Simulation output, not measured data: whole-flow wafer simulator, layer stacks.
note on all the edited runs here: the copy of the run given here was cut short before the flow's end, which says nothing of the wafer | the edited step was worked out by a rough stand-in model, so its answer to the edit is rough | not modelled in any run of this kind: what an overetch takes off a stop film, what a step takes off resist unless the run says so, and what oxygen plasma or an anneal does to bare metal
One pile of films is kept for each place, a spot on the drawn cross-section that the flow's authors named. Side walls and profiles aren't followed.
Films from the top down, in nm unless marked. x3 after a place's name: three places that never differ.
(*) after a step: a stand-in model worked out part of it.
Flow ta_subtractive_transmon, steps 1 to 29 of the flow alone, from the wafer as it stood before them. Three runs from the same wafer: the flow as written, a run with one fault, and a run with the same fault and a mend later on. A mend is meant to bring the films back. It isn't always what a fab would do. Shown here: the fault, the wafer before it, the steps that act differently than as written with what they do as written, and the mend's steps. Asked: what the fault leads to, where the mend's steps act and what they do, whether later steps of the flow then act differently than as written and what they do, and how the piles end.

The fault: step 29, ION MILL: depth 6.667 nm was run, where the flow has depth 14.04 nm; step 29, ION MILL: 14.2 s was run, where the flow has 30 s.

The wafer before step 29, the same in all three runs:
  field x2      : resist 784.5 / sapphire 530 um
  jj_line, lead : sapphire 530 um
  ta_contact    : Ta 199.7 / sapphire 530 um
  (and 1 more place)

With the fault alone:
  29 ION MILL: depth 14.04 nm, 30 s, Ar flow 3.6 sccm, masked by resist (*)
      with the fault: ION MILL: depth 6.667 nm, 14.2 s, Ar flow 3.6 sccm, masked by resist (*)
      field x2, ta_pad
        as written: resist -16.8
        with the fault: resist -7.95
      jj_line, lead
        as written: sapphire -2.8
        with the fault: sapphire -1.32
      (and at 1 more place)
  No later step of the flow acts differently than as written at any place that is followed.
  At the end the piles differ from the flow's by more than 2% or 0.5 nm, whichever is larger, at ta_contact.
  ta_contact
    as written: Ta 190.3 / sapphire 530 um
    with the fault: Ta 195.3 / sapphire 530 um

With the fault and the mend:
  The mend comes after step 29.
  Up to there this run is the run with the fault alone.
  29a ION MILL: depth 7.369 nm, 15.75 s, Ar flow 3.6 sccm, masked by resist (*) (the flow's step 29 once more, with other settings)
      field x2, ta_pad
        resist -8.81
      jj_line, lead
        sapphire -1.47
      ta_contact
        Ta -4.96
  No later step of the flow acts differently than as written at any place that is followed.
  At the end the piles differ from the flow's only slightly at the places that both follow, by at most 2% or 0.5 nm, whichever is larger.
